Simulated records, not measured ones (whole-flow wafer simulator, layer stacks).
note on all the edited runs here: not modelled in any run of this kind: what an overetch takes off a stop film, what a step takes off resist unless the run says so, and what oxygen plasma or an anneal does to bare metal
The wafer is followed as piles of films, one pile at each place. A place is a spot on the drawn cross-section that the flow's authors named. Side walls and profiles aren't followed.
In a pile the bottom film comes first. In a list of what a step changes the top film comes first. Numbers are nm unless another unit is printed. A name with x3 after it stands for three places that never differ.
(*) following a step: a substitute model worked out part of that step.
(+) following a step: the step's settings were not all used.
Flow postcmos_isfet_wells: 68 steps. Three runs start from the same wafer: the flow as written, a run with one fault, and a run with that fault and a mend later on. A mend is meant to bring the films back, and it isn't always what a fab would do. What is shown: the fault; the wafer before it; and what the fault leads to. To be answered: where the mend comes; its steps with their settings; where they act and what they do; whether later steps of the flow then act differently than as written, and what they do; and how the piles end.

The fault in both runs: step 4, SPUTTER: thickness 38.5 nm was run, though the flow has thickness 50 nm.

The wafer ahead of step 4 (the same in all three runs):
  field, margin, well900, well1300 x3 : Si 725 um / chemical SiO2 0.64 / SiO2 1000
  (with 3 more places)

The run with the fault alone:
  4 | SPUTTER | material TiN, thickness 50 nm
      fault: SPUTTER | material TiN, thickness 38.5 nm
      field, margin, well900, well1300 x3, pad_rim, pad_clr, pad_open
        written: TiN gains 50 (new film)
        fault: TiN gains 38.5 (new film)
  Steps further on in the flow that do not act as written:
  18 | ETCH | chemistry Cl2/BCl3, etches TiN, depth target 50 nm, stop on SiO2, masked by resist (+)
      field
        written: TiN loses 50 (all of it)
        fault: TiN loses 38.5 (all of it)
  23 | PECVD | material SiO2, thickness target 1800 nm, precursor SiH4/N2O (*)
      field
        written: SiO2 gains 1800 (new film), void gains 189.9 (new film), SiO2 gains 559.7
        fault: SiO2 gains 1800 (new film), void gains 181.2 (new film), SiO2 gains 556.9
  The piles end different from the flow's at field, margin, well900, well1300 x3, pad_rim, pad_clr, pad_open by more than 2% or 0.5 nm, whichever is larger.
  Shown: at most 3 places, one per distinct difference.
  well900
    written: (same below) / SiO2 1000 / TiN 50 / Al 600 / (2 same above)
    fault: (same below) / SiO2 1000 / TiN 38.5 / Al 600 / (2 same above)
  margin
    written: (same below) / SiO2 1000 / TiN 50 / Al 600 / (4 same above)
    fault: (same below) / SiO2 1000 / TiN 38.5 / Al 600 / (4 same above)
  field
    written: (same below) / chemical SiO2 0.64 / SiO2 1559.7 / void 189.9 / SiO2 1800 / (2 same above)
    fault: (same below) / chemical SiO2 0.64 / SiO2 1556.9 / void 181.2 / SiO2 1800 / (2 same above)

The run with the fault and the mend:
  After step 4 comes the mend.
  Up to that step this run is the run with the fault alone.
  4a | SPUTTER | material TiN, thickness 11.5 nm (the flow's step 4 again, with other settings)
      field, margin, well900, well1300 x3, pad_rim, pad_clr, pad_open
        TiN gains 11.5
  Every later step of the flow that is run acts as written at every place that is followed.
  By the end, the piles equal the flow's at every place that both follow.
